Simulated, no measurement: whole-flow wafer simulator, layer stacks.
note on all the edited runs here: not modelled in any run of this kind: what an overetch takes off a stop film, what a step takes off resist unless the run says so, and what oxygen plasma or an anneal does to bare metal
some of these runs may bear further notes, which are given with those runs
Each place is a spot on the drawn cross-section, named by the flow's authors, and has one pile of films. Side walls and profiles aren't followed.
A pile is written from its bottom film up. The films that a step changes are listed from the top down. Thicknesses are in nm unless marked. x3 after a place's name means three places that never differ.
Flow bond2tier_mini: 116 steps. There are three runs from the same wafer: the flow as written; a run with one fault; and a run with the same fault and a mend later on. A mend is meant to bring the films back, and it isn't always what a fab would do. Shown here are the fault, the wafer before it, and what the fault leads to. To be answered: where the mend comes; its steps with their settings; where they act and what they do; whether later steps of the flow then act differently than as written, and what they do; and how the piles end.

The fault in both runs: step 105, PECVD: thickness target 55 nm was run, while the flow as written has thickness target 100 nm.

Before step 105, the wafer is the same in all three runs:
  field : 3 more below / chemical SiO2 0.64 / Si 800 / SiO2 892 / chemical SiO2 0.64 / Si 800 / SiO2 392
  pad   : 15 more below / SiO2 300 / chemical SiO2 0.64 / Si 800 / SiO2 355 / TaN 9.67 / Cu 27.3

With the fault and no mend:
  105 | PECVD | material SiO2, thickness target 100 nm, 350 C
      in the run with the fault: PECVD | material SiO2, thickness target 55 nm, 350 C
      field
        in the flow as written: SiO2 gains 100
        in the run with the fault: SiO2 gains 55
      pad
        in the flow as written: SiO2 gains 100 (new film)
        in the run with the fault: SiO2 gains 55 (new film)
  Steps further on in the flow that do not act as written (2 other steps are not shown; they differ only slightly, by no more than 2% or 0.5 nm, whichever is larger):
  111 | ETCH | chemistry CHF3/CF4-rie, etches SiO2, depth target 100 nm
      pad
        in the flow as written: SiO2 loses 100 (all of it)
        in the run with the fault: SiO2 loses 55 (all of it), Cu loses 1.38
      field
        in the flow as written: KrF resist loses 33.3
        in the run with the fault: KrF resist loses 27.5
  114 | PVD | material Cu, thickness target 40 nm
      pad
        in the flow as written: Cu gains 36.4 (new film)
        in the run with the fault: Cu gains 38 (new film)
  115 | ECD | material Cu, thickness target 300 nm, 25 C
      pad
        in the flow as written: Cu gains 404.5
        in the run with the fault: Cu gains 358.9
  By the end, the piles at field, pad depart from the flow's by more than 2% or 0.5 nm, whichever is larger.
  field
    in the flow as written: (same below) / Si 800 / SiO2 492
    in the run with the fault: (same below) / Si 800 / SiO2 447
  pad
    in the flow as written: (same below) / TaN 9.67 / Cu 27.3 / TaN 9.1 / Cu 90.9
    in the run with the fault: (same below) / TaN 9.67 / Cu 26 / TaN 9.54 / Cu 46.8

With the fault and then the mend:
  The mend follows step 105.
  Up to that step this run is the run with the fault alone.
  105a | PECVD | material SiO2, thickness target 45 nm, 350 C (a further turn of the flow's step 105, with different settings)
      field, pad
        SiO2 gains 45
  Later steps of the flow that are run all act as written at every place that is followed.
  The piles end the same as the flow's at every place that both follow.
